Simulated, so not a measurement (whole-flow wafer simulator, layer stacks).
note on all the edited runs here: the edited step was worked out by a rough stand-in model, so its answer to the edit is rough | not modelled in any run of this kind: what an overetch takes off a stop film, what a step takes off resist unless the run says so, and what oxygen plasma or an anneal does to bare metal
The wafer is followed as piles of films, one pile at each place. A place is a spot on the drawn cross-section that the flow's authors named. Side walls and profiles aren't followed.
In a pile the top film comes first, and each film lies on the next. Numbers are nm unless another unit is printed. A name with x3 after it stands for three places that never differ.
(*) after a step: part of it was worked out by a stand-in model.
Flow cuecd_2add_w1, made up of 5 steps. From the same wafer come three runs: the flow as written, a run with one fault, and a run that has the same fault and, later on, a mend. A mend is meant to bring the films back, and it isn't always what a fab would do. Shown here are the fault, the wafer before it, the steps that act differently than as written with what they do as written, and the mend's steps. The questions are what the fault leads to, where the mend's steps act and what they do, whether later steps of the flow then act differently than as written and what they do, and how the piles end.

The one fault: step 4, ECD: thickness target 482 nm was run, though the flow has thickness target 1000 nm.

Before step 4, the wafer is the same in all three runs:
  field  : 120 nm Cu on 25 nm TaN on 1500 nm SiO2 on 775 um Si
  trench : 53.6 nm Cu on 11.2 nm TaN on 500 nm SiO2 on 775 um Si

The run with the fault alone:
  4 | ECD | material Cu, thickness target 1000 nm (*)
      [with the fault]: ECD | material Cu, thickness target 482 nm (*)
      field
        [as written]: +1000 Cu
        [with the fault]: +482 Cu
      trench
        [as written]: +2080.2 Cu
        [with the fault]: +1562.2 Cu
  Later steps of the flow that are run all act as written at every place that is followed.
  The piles end different from the flow's at field, trench by more than 2% or 0.5 nm, whichever is larger.
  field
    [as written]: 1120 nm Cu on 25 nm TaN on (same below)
    [with the fault]: 602 nm Cu on 25 nm TaN on (same below)
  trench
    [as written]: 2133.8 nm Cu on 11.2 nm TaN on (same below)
    [with the fault]: 1615.8 nm Cu on 11.2 nm TaN on (same below)

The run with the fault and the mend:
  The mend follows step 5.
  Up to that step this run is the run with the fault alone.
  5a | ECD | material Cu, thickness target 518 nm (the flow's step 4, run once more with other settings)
      field, trench
        +518 Cu
  Later steps of the flow that are run all act as written at every place that is followed.
  At every place that both follow, the piles at the end match the flow's.
